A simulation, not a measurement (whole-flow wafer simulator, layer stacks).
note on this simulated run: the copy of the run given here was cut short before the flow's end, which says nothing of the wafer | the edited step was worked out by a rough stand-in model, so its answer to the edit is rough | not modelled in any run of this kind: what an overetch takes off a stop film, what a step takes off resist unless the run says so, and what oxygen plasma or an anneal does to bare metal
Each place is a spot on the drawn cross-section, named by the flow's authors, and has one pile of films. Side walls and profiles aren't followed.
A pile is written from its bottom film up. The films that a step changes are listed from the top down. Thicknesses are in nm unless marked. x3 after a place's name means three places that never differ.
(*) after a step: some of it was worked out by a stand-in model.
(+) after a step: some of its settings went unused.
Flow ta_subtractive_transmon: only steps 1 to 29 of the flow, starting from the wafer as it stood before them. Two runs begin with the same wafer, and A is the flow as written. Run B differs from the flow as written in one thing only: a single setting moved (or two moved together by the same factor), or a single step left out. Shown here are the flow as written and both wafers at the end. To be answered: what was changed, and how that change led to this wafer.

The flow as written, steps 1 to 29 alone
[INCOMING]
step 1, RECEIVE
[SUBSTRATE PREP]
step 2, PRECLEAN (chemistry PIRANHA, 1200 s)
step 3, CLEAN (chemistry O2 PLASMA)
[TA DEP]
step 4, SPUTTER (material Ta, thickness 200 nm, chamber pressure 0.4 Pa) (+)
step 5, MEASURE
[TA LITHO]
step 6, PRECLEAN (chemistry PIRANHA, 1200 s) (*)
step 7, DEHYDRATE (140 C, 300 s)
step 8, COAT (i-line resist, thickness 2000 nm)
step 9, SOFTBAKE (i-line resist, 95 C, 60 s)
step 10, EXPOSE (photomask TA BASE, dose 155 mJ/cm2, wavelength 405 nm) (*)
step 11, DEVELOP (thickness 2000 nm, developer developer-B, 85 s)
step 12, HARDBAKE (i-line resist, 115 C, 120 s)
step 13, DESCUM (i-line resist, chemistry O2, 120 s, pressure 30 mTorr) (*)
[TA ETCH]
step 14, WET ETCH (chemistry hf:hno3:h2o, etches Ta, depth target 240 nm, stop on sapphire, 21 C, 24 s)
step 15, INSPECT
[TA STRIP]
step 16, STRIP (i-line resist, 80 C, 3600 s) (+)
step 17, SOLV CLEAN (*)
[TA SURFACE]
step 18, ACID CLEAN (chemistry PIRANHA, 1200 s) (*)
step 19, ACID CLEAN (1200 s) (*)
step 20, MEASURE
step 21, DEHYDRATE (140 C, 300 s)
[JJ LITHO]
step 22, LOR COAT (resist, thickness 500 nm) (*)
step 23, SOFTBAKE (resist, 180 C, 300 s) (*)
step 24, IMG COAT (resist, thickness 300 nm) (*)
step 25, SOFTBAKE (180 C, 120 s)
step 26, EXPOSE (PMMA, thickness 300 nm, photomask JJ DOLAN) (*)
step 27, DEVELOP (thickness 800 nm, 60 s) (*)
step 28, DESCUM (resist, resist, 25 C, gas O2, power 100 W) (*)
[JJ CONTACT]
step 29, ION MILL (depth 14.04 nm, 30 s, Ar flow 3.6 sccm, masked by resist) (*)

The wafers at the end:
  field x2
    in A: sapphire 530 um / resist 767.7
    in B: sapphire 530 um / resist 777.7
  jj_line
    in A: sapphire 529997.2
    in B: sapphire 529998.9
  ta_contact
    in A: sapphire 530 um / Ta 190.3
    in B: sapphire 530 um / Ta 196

What caused this: step 29, ION MILL: 12 s was run, though the flow has 30 s.

How this came from the change, step by step:
  step 29, ION MILL (depth 14.04 nm, 30 s, Ar flow 3.6 sccm, masked by resist) (*)
      field x2, ta_pad: A -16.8 resist | B -6.71 resist
      jj_line, lead: A -2.8 sapphire | B -1.12 sapphire
      (also at 1 further place)
